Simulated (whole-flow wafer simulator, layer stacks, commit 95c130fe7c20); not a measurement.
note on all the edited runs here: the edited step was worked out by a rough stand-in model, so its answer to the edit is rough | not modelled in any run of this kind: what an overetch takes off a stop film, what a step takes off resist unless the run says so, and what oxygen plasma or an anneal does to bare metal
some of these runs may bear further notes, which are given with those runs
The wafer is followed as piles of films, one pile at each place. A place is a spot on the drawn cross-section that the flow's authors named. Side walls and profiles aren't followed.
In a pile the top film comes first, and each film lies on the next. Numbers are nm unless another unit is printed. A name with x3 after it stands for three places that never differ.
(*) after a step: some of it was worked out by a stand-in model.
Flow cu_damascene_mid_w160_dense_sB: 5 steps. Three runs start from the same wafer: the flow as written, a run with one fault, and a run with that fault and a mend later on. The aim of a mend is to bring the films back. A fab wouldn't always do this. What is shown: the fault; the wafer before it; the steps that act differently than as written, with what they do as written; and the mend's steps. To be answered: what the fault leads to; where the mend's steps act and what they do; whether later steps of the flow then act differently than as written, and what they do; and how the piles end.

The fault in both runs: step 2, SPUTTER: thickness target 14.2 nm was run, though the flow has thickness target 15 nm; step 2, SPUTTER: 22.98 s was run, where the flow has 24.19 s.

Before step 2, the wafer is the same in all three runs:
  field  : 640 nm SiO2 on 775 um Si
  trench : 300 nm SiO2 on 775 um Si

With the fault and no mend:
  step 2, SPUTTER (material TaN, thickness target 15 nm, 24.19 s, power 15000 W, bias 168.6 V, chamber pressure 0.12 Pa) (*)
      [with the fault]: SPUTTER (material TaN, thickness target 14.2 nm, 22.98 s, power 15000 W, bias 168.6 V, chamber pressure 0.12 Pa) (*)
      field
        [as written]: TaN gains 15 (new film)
        [with the fault]: TaN gains 14.2 (new film)
  None of the later steps of the flow differs from how it acts as written, at any place that is followed, by more than 2% or 0.5 nm, whichever is larger.
  By the end, the piles at field depart from the flow's by more than 2% or 0.5 nm, whichever is larger.
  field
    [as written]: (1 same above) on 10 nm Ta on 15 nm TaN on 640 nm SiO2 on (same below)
    [with the fault]: (1 same above) on 10 nm Ta on 14.2 nm TaN on 640 nm SiO2 on (same below)

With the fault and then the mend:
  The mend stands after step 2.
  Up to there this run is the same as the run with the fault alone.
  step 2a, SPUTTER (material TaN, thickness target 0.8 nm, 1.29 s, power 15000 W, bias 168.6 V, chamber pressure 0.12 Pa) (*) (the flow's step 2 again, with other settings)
      field
        TaN gains 0.8
      trench
        TaN gains 0.4
  None of the later steps of the flow acts differently than as written at any place that is followed.
  The piles end only slightly different from the flow's at the places that both follow, by no more than 2% or 0.5 nm, whichever is larger.
